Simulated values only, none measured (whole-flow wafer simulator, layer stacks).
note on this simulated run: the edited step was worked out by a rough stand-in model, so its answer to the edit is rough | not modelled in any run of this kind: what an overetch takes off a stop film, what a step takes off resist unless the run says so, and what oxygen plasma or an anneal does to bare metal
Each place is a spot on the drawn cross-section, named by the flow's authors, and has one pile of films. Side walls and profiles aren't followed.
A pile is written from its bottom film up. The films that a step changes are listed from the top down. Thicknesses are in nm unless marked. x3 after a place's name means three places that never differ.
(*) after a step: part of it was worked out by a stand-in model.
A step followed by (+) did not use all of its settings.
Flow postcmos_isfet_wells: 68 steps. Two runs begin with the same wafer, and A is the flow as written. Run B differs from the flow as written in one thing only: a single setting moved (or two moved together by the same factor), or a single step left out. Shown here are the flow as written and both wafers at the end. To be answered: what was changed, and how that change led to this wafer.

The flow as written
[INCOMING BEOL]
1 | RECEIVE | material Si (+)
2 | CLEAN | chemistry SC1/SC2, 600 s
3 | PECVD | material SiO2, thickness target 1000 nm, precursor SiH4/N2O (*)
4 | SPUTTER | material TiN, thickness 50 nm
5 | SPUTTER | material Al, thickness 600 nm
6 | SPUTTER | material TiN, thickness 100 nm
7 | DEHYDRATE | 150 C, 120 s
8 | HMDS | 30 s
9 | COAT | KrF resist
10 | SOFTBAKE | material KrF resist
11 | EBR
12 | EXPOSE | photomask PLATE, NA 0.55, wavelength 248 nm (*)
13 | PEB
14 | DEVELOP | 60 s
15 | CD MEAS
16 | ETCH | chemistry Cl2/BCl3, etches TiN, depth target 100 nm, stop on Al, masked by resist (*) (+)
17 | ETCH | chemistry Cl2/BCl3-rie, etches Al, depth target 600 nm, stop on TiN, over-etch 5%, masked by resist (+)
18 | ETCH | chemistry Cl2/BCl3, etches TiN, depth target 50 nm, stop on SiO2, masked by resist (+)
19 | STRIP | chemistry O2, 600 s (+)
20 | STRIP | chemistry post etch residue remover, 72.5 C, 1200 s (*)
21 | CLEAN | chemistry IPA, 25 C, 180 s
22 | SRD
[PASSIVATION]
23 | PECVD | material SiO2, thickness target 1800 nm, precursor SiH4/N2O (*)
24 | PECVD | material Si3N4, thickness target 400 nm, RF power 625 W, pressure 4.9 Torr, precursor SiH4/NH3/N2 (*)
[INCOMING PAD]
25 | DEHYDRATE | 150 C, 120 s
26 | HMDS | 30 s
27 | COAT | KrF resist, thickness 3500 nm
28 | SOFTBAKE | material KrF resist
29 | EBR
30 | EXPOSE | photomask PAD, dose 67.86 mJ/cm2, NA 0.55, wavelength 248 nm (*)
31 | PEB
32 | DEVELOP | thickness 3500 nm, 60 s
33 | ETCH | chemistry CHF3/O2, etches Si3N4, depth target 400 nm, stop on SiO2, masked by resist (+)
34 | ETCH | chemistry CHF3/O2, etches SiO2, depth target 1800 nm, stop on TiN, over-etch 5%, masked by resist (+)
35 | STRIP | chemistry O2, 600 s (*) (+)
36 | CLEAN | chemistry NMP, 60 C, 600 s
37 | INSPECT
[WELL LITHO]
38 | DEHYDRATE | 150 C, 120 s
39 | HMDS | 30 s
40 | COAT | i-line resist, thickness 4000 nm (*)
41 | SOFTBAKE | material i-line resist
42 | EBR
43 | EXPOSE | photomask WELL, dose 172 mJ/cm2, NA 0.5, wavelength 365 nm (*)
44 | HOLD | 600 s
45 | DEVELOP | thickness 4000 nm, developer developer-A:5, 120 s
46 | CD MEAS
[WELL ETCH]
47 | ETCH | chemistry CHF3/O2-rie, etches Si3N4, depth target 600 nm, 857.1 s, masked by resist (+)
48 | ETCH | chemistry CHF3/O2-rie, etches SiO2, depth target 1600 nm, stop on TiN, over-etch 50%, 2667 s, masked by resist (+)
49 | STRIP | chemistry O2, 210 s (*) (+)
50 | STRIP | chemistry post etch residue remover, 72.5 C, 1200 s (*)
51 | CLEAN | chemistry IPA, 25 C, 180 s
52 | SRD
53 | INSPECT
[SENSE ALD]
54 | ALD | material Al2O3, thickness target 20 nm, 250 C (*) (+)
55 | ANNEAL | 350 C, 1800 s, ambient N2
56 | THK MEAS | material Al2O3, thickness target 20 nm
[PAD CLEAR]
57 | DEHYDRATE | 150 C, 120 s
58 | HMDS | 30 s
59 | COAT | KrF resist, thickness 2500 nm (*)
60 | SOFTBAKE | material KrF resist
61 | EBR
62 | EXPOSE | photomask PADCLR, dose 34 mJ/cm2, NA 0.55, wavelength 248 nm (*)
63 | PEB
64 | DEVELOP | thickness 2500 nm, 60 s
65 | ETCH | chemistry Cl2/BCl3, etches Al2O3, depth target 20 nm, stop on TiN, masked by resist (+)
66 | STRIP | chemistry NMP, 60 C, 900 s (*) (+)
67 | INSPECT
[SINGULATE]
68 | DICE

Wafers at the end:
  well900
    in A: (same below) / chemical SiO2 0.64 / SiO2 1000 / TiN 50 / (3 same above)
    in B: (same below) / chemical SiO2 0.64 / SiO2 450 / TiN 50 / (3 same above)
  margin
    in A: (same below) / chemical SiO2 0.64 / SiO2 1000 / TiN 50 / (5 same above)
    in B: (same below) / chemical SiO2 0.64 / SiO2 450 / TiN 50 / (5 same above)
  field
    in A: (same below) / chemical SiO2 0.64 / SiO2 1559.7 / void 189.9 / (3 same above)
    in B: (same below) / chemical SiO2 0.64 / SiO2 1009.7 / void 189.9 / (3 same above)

What caused this: step 3, PECVD: thickness target 450 nm was run, whereas the flow has thickness target 1000 nm.
The wafer lets one read it off: well900 has SiO2 450, and step 3 as written asks for 1000 nm.

Step by step, how the change led to this:
  3 | PECVD | material SiO2, thickness target 1000 nm, precursor SiH4/N2O (*)
      field, margin, well900, well1300 x3, pad_rim, pad_clr, pad_open: A +1000 SiO2 (new film) | B +450 SiO2 (new film)
